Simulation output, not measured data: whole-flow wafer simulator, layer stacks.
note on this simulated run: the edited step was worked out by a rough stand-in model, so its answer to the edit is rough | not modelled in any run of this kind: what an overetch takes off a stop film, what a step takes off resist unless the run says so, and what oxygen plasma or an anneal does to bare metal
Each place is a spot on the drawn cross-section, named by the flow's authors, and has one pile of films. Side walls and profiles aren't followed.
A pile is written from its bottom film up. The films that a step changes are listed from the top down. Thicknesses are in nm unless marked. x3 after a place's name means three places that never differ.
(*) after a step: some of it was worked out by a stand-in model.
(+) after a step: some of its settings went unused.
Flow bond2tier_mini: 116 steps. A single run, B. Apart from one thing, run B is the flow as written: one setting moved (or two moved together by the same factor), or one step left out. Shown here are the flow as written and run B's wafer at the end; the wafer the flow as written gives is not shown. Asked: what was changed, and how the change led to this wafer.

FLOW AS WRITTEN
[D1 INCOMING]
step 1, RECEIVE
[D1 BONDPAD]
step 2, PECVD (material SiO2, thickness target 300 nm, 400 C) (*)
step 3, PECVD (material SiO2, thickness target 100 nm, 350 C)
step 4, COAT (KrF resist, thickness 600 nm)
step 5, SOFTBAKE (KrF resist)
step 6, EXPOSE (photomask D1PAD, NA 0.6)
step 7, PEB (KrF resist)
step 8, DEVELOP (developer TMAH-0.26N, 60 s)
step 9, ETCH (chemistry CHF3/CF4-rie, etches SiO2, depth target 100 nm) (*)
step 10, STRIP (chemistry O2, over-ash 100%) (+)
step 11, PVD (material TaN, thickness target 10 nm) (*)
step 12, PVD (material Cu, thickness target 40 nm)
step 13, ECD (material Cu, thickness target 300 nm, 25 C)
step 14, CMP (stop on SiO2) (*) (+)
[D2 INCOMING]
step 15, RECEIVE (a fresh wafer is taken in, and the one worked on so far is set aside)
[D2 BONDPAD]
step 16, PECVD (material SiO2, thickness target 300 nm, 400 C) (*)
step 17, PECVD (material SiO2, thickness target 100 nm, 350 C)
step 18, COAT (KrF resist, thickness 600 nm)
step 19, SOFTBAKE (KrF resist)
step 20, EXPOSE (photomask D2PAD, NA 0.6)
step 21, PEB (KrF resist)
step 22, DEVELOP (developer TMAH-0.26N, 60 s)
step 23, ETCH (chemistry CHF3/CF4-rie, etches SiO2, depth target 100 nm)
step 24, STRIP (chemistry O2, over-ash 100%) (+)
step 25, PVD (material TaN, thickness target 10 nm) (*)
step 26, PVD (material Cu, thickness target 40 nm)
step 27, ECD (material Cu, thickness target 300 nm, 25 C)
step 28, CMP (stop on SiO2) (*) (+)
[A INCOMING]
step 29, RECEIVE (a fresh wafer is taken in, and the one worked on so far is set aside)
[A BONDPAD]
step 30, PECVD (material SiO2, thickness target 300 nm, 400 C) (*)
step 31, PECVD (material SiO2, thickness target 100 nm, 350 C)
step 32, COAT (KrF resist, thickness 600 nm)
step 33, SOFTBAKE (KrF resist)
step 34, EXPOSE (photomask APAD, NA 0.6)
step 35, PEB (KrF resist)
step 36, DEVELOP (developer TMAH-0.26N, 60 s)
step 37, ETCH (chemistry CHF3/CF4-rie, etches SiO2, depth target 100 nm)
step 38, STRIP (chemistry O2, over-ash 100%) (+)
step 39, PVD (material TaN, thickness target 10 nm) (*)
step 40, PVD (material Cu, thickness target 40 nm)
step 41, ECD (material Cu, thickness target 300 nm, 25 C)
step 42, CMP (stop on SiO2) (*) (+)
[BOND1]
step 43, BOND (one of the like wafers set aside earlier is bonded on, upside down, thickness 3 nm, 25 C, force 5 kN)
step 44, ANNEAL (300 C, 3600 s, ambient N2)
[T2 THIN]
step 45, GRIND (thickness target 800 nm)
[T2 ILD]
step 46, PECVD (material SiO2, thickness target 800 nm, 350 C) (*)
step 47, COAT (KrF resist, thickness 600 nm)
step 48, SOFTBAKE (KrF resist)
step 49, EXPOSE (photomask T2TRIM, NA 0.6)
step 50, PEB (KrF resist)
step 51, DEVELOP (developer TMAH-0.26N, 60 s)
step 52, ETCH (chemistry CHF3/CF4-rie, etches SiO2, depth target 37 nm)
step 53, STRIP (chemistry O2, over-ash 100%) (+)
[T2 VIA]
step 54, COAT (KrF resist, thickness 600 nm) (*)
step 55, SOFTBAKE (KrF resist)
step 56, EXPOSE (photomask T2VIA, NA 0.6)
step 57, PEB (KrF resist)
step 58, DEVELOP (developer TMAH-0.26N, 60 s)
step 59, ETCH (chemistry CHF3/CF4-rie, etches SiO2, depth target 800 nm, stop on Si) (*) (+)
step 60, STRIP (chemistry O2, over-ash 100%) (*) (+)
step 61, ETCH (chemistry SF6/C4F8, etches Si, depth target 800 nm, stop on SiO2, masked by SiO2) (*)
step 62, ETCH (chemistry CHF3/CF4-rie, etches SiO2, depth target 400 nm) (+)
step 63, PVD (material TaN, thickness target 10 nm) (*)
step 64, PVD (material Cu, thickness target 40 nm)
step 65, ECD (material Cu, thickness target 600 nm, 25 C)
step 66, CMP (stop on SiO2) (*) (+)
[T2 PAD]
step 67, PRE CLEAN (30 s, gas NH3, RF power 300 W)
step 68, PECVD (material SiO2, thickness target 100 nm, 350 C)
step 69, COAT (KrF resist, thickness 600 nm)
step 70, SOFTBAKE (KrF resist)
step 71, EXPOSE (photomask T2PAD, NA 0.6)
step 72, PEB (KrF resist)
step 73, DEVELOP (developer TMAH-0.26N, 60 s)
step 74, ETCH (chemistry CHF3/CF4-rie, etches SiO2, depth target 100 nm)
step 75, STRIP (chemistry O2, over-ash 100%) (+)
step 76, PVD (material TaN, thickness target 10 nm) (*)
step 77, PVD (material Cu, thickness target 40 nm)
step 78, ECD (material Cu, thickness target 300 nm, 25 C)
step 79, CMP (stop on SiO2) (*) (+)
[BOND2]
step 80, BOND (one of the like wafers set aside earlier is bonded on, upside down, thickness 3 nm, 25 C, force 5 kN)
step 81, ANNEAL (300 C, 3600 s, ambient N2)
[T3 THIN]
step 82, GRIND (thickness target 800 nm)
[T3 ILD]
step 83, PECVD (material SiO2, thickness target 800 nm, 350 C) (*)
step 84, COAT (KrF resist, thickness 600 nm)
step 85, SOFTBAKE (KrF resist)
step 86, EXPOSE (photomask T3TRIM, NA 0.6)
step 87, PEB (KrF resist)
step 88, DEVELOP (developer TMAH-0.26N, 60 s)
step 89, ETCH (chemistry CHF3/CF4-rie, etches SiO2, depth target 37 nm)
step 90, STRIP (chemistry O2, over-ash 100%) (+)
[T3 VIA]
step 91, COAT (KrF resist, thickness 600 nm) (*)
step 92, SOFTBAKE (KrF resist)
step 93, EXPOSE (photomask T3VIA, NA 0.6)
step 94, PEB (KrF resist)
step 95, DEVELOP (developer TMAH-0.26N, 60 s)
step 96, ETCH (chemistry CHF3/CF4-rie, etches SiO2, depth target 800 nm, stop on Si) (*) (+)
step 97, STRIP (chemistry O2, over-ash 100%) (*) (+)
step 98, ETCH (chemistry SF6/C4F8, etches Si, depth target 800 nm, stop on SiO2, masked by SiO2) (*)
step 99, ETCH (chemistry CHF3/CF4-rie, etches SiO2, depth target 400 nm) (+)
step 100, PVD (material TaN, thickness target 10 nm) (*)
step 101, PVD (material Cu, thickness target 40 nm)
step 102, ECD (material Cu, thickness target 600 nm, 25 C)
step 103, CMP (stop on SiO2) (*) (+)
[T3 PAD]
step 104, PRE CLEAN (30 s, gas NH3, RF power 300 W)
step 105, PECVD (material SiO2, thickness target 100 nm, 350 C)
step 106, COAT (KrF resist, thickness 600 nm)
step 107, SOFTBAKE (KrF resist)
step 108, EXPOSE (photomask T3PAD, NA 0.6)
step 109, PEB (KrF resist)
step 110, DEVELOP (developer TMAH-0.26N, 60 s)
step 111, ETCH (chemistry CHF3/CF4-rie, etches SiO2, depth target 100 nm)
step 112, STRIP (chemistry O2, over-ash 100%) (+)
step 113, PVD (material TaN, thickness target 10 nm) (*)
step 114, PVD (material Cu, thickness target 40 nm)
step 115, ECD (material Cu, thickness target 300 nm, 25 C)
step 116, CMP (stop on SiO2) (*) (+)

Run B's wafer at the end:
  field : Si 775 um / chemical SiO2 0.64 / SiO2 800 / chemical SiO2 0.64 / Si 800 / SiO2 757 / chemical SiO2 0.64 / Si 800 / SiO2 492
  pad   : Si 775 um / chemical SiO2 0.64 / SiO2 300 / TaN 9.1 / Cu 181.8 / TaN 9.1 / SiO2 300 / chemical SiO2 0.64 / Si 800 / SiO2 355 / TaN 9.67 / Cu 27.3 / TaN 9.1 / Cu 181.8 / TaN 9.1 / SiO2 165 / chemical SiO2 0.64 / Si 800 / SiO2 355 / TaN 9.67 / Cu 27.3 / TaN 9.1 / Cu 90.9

The reason: step 16, PECVD: thickness target 165 nm was run, whereas the flow has thickness target 300 nm.
The wafer lets one read it off: pad has SiO2 165, and step 16 as written asks for 300 nm.

Step by step, how the change led to this:
  step 16, PECVD (material SiO2, thickness target 300 nm, 400 C) (*)
      field, pad, via: +165 SiO2 (new film) (it would be, as written: +300 SiO2 (new film))
  step 80, BOND (one of the like wafers set aside earlier is bonded on, upside down, thickness 3 nm, 25 C, force 5 kN)
      field: +775 um Si (new film), +0.64 chemical SiO2 (new film), +265 SiO2 (it would be, as written: +775 um Si (new film), +0.64 chemical SiO2 (new film), +400 SiO2)
      pad: +775 um Si (new film), +0.64 chemical SiO2 (new film), +165 SiO2 (new film), +9.1 TaN (new film), +90.9 Cu (it would be, as written: +775 um Si (new film), +0.64 chemical SiO2 (new film), +300 SiO2 (new film), +9.1 TaN (new film), +90.9 Cu)
